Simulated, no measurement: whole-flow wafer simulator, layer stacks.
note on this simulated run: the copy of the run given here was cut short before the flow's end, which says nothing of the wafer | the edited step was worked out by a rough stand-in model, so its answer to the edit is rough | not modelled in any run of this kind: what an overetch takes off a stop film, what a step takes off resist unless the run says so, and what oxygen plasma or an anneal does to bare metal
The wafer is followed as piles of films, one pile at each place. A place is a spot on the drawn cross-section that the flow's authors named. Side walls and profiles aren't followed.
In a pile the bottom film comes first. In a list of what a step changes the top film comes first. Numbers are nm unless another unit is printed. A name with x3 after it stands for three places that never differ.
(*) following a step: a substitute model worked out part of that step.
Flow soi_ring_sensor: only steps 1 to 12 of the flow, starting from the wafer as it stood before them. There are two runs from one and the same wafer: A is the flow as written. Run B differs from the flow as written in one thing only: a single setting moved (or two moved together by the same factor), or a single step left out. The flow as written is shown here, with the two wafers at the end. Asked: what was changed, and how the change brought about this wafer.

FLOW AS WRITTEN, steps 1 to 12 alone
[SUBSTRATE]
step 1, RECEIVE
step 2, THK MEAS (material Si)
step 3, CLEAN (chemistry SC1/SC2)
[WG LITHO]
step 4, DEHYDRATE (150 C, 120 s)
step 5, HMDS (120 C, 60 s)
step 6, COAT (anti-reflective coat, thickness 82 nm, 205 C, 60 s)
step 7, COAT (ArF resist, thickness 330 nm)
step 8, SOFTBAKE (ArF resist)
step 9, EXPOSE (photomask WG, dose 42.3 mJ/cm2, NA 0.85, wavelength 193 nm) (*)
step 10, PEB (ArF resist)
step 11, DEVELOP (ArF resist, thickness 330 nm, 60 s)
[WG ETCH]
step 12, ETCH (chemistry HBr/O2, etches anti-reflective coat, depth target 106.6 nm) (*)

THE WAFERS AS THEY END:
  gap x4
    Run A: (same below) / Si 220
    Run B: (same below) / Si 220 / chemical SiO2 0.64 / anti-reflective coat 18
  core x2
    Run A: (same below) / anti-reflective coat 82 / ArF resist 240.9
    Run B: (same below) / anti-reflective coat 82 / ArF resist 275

The reason: step 12, ETCH: depth target 64 nm was run, though the flow has depth target 106.6 nm.

The path from the change to this, step by step:
  step 12, ETCH (chemistry HBr/O2, etches anti-reflective coat, depth target 106.6 nm) (*)
      gap x4: A -82 anti-reflective coat (all of it), -0.64 chemical SiO2 (all of it) | B -64 anti-reflective coat
      core x2: A -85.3 ArF resist | B -51.2 ArF resist
